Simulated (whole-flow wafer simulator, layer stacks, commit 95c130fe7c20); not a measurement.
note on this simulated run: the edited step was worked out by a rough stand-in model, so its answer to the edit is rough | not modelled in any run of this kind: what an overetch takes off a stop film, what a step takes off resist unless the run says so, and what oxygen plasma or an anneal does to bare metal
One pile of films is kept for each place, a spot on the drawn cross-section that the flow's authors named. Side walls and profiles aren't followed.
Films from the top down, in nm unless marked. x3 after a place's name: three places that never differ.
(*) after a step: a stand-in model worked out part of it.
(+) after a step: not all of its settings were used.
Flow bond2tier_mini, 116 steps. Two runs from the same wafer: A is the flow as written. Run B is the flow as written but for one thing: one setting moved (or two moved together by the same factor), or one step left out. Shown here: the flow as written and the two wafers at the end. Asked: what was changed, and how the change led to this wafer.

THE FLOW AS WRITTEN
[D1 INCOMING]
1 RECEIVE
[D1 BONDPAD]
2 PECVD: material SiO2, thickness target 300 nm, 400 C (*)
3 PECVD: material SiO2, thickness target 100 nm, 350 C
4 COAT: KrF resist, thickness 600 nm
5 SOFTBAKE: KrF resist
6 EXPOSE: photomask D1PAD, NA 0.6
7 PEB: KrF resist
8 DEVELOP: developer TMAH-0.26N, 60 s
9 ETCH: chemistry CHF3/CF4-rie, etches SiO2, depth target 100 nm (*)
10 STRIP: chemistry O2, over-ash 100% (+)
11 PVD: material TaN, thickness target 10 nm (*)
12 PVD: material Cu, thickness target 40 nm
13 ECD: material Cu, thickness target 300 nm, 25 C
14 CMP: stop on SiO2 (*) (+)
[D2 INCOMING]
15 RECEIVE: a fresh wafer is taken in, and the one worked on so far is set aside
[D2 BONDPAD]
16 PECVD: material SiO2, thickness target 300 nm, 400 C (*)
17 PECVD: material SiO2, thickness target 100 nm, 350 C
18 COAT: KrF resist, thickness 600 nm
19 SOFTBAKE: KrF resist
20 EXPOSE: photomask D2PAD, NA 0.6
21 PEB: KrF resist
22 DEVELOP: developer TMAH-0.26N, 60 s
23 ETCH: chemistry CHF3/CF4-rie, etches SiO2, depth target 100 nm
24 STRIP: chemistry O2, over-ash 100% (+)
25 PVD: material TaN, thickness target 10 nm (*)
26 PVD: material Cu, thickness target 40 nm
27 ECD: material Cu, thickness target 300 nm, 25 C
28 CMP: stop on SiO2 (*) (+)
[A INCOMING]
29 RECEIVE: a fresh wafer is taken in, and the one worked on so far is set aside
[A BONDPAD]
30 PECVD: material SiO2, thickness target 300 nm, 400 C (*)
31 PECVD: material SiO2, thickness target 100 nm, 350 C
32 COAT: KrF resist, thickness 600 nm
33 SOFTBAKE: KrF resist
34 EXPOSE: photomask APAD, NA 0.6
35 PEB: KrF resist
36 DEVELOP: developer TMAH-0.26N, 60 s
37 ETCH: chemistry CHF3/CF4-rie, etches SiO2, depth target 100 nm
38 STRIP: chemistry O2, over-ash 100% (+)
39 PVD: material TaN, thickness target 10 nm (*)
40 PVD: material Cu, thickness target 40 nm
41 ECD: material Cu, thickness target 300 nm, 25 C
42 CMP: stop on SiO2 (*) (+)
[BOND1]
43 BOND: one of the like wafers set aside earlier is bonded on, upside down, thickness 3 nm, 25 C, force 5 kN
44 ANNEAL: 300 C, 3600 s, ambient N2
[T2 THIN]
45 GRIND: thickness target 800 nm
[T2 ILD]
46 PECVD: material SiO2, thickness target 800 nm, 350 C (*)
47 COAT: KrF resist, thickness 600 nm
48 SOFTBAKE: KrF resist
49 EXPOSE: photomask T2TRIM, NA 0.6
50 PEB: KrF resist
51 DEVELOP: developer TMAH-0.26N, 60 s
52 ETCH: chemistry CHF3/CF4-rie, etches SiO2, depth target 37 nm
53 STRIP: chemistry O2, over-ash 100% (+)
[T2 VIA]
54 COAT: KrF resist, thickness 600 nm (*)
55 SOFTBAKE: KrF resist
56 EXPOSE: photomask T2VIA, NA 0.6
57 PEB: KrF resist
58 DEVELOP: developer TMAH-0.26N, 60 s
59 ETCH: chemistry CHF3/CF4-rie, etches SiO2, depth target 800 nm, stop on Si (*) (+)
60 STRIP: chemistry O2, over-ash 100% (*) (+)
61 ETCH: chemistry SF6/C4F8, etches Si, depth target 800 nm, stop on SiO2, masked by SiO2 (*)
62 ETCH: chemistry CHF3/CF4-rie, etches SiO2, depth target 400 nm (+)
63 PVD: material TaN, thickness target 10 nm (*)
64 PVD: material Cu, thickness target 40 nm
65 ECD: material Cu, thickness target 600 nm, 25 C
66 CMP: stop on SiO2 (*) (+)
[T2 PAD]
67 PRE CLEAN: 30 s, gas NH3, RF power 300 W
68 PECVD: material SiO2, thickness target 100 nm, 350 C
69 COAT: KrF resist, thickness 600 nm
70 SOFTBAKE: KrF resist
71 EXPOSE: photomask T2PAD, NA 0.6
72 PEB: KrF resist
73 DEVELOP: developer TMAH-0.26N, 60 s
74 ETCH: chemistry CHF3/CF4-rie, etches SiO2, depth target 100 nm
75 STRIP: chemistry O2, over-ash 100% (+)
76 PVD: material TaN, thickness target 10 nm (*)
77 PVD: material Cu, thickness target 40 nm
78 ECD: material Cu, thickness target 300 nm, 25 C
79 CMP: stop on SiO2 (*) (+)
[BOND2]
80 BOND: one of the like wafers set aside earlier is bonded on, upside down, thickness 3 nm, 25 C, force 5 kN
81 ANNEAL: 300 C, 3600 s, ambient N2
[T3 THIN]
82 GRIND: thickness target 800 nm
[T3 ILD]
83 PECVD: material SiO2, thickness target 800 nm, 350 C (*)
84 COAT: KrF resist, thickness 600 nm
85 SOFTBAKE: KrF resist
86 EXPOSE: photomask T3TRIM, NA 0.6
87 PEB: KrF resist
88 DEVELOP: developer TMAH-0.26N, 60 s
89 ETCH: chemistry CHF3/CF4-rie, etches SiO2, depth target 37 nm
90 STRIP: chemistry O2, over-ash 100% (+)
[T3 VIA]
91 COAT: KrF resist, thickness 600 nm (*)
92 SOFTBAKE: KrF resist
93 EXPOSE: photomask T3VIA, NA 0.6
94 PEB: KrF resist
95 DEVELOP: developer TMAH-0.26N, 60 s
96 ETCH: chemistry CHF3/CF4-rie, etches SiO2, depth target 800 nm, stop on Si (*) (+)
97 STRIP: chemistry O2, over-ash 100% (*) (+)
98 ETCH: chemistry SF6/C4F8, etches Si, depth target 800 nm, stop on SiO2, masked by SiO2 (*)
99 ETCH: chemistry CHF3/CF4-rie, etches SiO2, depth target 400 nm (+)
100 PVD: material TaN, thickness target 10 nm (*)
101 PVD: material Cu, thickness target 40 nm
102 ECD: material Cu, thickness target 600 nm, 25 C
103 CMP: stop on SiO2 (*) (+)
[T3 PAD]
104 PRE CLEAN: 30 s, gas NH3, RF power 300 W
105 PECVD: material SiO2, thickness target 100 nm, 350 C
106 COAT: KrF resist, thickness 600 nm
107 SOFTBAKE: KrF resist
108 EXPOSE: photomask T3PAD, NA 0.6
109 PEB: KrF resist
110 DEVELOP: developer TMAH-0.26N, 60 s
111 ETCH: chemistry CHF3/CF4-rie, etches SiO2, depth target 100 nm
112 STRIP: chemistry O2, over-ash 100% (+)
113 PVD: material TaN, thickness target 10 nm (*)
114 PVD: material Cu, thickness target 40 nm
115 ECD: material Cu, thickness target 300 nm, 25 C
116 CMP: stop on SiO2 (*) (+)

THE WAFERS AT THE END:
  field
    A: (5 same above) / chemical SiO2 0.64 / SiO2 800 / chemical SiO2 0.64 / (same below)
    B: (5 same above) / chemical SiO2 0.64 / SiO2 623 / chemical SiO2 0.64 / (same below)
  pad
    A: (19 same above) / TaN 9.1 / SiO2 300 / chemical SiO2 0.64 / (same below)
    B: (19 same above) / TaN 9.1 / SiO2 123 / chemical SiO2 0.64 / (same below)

The cause: step 30, PECVD: thickness target 123 nm was run, where the flow has thickness target 300 nm.
It can be read off the wafer: pad has SiO2 123, and step 30 as written asks for 300 nm.

How the change led to this, step by step:
  30 PECVD: material SiO2, thickness target 300 nm, 400 C (*)
      field, pad, via: A SiO2 +300 (new film) | B SiO2 +123 (new film)
